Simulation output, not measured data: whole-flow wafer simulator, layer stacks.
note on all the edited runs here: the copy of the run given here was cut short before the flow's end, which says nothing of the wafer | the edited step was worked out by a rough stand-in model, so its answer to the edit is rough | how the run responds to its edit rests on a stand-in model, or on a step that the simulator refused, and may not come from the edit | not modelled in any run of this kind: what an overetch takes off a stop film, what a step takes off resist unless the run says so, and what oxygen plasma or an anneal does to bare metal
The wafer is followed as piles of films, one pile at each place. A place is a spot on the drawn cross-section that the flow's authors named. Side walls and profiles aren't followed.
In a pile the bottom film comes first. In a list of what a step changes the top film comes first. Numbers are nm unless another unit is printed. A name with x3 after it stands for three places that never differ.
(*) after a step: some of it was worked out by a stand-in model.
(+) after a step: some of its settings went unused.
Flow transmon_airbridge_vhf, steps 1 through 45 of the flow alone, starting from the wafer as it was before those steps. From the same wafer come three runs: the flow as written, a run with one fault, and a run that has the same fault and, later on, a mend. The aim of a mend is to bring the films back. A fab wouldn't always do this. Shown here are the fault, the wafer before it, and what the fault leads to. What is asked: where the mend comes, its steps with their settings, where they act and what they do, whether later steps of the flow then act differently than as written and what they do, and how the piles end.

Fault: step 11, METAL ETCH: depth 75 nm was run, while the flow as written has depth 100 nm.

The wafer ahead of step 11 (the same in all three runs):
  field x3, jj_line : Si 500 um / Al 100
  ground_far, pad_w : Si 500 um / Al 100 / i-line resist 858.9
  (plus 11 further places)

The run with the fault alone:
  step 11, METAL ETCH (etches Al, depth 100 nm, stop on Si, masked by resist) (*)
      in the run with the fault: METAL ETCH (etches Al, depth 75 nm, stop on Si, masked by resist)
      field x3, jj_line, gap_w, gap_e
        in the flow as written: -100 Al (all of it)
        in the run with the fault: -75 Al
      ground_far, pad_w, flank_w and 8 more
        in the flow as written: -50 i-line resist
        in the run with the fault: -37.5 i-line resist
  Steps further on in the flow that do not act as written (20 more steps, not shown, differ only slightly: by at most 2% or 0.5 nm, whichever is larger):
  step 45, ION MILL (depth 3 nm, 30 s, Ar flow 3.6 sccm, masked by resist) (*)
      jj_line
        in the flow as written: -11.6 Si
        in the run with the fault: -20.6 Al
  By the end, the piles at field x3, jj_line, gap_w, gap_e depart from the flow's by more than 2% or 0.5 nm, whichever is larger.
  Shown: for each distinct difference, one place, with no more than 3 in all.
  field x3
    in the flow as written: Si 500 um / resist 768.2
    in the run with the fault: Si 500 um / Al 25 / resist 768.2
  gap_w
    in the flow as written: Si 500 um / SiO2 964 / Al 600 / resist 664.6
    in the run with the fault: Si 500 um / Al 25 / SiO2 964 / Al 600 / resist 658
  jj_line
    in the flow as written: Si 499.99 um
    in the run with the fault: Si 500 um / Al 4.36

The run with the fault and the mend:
  The mend stands after step 12.
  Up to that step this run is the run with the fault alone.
  step 12a, COAT (i-line resist, thickness 900 nm) (*) (the flow's step 6, run once more)
      field x3, jj_line, trace_open_s x2, margin_s, bridge_strip, margin_n
        +900 i-line resist (new film)
      pad_w, pad_e
        +890.8 i-line resist (new film)
      flank_w, flank_e
        +882.4 i-line resist (new film)
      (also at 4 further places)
  step 12b, SOFTBAKE (i-line resist, 90 C, 90 s) (the flow's step 7, run once more)
      flank_w, flank_e
        -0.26 i-line resist
      gap_w, gap_e
        +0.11 i-line resist
      cpw_trace
        -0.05 i-line resist
  step 12c, EXPOSE (i-line resist, thickness 900 nm, photomask AB CPW, dose 155.4 mJ/cm2, NA 0.45, wavelength 365 nm) (*) (the flow's step 8, run once more)
      leaves every film unchanged at each place that is followed
  step 12d, PEB (i-line resist, 110 C, 60 s) (the flow's step 9, run once more)
      field x3, jj_line, trace_open_s x2, margin_s, bridge_strip, margin_n
        -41 i-line resist
      pad_w, pad_e
        -40.6 i-line resist
      flank_w, flank_e
        -40.2 i-line resist
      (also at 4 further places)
  step 12e, DEVELOP (i-line resist, thickness 900 nm, developer developer-B, 60 s) (the flow's step 10, run once more)
      pad_w, cpw_trace, pad_e, trace_open_s x2, margin_s, bridge_strip, margin_n
        -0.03 i-line resist
      field x3, jj_line
        -859 i-line resist (all of it)
      gap_w, gap_e
        -898.1 i-line resist (all of it)
  step 12f, METAL ETCH (etches Al, depth 25 nm, stop on Si, masked by resist) (*) (the flow's step 11, run once more with other settings)
      ground_far, pad_w, flank_w and 8 more
        -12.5 i-line resist
      field x3, jj_line, gap_w, gap_e
        -25 Al (all of it)
  step 12g, STRIP (i-line resist, 80 C, 600 s) (*) (+) (the flow's step 12, run once more)
      trace_open_s x2, margin_s, bridge_strip, margin_n
        -846.4 i-line resist (all of it)
      pad_w, pad_e
        -837.6 i-line resist (all of it)
      flank_w, flank_e
        -829.4 i-line resist (all of it)
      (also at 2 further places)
  Later steps of the flow that are run all act as written at every place that is followed.
  At every place that both follow, the piles at the end match the flow's.
